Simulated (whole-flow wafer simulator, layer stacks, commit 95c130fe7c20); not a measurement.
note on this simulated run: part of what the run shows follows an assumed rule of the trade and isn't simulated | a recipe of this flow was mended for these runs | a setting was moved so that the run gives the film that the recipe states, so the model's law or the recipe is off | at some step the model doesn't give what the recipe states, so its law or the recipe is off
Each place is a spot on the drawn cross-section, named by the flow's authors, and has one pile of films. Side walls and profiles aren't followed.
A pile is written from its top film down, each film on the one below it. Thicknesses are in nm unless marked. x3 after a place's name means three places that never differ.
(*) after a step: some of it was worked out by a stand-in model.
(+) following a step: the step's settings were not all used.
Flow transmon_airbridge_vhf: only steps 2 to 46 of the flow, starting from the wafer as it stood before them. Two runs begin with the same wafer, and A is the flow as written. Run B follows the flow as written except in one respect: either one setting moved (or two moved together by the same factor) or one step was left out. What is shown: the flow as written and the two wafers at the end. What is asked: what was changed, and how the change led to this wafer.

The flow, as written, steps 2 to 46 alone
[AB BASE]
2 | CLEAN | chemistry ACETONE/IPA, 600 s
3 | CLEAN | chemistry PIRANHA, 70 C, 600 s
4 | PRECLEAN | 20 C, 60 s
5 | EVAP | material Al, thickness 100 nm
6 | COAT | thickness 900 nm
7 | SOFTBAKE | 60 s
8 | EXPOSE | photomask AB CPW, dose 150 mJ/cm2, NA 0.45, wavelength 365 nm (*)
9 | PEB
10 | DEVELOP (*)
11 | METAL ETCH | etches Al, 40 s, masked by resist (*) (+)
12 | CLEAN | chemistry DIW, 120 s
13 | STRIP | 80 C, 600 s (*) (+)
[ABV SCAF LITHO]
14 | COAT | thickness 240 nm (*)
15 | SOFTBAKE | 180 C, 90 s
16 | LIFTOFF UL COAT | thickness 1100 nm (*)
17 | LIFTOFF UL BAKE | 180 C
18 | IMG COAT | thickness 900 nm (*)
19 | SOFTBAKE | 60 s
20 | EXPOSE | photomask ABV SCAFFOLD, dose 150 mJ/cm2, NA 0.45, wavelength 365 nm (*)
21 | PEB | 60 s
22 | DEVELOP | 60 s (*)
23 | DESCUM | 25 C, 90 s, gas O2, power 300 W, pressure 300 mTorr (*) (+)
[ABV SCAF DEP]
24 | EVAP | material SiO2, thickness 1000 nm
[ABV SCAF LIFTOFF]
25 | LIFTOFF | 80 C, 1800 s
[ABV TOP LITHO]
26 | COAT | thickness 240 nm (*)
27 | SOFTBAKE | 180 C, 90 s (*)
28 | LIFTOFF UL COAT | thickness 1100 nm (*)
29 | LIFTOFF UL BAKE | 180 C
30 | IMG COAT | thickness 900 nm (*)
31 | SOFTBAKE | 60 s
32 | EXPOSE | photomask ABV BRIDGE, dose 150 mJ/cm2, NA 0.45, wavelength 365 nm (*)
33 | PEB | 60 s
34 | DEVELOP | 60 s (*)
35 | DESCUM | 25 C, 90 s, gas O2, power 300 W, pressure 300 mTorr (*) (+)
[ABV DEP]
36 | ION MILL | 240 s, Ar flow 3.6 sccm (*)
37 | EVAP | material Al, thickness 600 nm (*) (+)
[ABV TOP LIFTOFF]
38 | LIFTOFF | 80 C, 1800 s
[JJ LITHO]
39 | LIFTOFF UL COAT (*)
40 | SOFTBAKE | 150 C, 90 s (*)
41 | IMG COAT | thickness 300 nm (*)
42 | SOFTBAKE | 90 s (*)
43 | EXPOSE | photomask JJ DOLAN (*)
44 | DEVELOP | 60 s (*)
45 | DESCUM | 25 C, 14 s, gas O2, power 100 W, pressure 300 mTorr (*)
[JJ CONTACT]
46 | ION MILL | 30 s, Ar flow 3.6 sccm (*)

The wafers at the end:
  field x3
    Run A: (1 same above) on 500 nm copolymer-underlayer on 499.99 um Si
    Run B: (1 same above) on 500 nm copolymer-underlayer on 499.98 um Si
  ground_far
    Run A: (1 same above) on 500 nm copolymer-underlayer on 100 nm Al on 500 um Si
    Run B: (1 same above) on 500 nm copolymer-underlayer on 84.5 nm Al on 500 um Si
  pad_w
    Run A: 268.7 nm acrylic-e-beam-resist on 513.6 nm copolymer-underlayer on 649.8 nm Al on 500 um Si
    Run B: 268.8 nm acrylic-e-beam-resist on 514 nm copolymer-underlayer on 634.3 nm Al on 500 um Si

The reason: step 5, EVAP: thickness 84.5 nm was run, whereas the flow has thickness 100 nm.
One can read it off the wafer: ground_far has Al 84.5, and step 5 as written asks for 100 nm.

How this came from the change, step by step:
  5 | EVAP | material Al, thickness 100 nm
      field x3, jj_line, ground_far and 12 more: A +100 Al (new film) | B +84.5 Al (new film)
  11 | METAL ETCH | etches Al, 40 s, masked by resist (*) (+)
      field x3, jj_line, gap_w, gap_e: A -86.7 Al (all of it), -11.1 Si | B -71.2 Al (all of it), -16.3 Si
